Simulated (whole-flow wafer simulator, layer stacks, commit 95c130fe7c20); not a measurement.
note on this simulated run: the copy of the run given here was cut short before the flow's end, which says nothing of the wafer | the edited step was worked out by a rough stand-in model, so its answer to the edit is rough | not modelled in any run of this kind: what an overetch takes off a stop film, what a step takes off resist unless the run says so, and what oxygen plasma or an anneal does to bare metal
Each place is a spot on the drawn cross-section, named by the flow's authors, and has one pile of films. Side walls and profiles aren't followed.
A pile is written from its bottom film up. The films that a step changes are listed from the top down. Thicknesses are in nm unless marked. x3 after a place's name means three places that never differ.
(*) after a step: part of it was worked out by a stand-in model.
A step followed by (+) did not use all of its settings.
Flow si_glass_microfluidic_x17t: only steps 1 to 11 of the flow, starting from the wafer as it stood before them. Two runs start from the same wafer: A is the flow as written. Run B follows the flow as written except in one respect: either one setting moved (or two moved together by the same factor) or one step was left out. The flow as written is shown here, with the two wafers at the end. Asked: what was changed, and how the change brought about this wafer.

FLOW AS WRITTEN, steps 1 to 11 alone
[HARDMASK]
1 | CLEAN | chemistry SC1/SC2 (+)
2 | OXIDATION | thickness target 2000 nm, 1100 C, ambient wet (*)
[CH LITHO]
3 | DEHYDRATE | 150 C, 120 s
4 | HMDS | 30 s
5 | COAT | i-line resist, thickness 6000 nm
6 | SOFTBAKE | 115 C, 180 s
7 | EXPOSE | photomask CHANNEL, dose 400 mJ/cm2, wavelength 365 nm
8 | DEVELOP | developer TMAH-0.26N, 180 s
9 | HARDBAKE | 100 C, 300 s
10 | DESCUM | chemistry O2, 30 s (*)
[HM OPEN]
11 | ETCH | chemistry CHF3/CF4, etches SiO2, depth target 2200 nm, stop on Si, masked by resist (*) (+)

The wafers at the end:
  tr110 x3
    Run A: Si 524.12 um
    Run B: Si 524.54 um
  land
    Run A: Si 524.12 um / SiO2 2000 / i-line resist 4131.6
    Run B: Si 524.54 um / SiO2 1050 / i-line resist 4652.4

Cause: step 2, OXIDATION: thickness target 1050 nm was run, while the flow as written has thickness target 2000 nm.
One can read it off the wafer: land has SiO2 1050, and step 2 as written asks for 2000 nm.

How this came from the change, step by step:
  2 | OXIDATION | thickness target 2000 nm, 1100 C, ambient wet (*)
      land, tr110 x3: A +2000 SiO2 (new film), -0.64 chemical SiO2 (all of it), -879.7 Si | B +1050 SiO2 (new film), -0.64 chemical SiO2 (all of it), -461.7 Si
  11 | ETCH | chemistry CHF3/CF4, etches SiO2, depth target 2200 nm, stop on Si, masked by resist (*) (+)
      tr110 x3: A -2000 SiO2 (all of it) | B -1050 SiO2 (all of it)
      land: A -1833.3 i-line resist | B -1312.5 i-line resist
